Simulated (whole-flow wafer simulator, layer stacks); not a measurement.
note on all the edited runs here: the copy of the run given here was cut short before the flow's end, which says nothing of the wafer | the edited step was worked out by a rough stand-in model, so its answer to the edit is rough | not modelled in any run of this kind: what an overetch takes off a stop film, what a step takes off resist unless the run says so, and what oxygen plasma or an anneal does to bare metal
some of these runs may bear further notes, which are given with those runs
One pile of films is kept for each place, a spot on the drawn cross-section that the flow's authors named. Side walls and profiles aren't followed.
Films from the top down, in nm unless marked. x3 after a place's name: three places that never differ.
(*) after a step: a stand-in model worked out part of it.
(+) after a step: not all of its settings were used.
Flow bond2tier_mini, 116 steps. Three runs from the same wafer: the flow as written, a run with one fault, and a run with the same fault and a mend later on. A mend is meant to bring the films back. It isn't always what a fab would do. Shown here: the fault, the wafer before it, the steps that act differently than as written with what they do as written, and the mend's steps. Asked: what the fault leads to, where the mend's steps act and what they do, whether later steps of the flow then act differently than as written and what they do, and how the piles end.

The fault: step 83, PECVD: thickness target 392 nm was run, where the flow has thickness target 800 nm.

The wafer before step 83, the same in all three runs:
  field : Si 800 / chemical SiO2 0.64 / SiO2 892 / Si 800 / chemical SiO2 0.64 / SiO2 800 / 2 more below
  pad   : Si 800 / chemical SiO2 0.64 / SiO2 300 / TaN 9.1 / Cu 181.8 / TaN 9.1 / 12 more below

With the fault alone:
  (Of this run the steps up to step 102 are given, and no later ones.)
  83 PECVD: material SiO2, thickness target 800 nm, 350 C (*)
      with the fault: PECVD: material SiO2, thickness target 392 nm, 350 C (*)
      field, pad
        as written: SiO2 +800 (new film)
        with the fault: SiO2 +392 (new film)
  Later steps of the flow that act differently than as written (1 more step differs only slightly, by at most 2% or 0.5 nm, whichever is larger, and isn't shown):
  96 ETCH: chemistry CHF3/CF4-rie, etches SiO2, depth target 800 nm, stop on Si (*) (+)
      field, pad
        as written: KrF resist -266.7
        with the fault: KrF resist -177.5
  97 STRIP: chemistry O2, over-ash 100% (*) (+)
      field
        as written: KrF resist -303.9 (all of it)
        with the fault: KrF resist -393.1 (all of it)
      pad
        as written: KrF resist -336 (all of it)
        with the fault: KrF resist -425.1 (all of it)
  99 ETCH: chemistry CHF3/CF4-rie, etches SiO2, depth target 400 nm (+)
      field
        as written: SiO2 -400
        with the fault: SiO2 -384 (all of it), Si -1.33
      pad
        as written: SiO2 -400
        with the fault: SiO2 -347 (all of it), Si -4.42
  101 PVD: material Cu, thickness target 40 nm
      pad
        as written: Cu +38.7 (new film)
        with the fault: Cu +40 (new film)
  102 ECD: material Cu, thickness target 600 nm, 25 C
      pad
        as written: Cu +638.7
        with the fault: Cu +603.1
  After step 102 the piles differ from the flow's by more than 2% or 0.5 nm, whichever is larger, at field, pad.
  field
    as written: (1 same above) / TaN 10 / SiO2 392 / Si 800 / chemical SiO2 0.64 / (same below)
    with the fault: (1 same above) / TaN 10 / Si 798.7 / chemical SiO2 0.64 / (same below)
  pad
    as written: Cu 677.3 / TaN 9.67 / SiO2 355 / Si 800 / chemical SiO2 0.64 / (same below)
    with the fault: Cu 643.1 / TaN 10 / Si 795.6 / chemical SiO2 0.64 / (same below)

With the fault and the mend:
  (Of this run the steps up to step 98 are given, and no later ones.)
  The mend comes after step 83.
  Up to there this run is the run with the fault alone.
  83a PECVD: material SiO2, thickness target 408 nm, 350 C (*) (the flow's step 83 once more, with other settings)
      field, pad
        SiO2 +408
  No later step of the flow up to step 98 acts differently than as written at any place that is followed.
  After step 98 the piles are the same as the flow's at every place that both follow.
